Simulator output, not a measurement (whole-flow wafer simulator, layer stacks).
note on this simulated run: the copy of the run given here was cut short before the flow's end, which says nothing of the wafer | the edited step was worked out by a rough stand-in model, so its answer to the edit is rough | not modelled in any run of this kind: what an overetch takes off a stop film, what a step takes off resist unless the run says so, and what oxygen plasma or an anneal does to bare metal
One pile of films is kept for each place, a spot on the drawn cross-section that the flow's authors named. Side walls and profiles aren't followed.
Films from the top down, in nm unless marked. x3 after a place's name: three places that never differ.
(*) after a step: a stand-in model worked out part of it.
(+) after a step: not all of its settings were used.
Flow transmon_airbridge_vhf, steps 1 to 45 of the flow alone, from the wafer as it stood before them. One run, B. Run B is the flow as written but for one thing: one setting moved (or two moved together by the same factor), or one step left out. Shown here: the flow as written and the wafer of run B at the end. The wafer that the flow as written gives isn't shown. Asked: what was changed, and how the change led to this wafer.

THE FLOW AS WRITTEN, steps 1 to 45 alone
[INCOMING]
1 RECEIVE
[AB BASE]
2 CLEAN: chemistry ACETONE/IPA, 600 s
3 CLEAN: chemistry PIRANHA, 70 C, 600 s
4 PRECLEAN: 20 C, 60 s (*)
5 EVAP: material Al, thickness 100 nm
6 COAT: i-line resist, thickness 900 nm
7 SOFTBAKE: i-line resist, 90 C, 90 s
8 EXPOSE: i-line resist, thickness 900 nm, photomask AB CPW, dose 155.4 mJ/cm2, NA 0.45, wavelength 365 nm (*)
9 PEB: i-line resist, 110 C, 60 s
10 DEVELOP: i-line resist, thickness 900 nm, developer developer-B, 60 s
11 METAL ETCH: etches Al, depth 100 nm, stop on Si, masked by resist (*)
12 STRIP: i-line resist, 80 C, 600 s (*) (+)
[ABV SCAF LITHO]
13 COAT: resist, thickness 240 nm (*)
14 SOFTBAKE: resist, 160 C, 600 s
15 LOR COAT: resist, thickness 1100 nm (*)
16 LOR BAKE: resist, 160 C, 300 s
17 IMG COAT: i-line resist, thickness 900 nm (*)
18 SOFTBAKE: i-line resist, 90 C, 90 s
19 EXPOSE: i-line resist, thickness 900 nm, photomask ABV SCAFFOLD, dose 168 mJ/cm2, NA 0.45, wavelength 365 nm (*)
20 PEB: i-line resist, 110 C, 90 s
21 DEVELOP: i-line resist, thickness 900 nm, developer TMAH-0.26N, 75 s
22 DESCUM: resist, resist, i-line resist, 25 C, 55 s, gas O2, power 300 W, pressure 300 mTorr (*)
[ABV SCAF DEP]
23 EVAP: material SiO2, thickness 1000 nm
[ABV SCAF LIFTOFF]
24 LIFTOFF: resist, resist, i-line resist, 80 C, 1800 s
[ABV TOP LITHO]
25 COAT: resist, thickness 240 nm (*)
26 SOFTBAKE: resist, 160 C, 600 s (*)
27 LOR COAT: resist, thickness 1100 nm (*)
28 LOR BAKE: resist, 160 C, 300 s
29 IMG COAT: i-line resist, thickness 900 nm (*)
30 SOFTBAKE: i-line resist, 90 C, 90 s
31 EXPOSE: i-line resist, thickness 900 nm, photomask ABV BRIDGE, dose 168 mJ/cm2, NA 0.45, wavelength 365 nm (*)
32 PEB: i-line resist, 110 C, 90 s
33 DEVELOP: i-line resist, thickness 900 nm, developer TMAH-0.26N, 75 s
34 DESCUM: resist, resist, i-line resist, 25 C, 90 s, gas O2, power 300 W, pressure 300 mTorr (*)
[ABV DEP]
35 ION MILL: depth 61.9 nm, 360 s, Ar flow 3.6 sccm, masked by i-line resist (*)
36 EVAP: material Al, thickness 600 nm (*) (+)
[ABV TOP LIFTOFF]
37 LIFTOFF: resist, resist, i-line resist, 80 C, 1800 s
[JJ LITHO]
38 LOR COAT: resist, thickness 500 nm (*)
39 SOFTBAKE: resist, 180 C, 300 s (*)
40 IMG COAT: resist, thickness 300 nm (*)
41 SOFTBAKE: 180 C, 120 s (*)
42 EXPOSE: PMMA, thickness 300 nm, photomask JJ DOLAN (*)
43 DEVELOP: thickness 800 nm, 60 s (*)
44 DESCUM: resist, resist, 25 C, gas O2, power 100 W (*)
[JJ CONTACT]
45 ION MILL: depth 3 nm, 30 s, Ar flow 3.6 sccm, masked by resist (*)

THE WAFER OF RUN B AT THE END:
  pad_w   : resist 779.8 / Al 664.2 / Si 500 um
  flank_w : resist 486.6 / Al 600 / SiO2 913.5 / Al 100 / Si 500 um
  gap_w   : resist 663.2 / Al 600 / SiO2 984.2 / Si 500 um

The cause: step 35, ION MILL: depth 27.2 nm was run, where the flow has depth 61.9 nm; step 35, ION MILL: 158 s was run, where the flow has 360 s.

How the change led to this, step by step:
  35 ION MILL: depth 61.9 nm, 360 s, Ar flow 3.6 sccm, masked by i-line resist (*)
      field x3, jj_line, ground_far, trace_open_s x2, margin_s, margin_n: i-line resist -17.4 (as written it would be: i-line resist -39.7)
      flank_w, gap_w, cpw_trace, gap_e, flank_e, bridge_strip: SiO2 -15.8 (as written it would be: SiO2 -36)
      (and at 2 more places)
  37 LIFTOFF: resist, resist, i-line resist, 80 C, 1800 s
      field x3, jj_line, trace_open_s x2: Al -600 (all of it), i-line resist -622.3 (all of it), resist -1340 (all of it) (as written it would be: Al -600 (all of it), i-line resist -600 (all of it), resist -1340 (all of it))
      margin_s, margin_n: Al -600 (all of it), i-line resist -340.6 (all of it), resist -992 (all of it) (as written it would be: Al -600 (all of it), i-line resist -318.3 (all of it), resist -992 (all of it))
      (and at 1 more place)
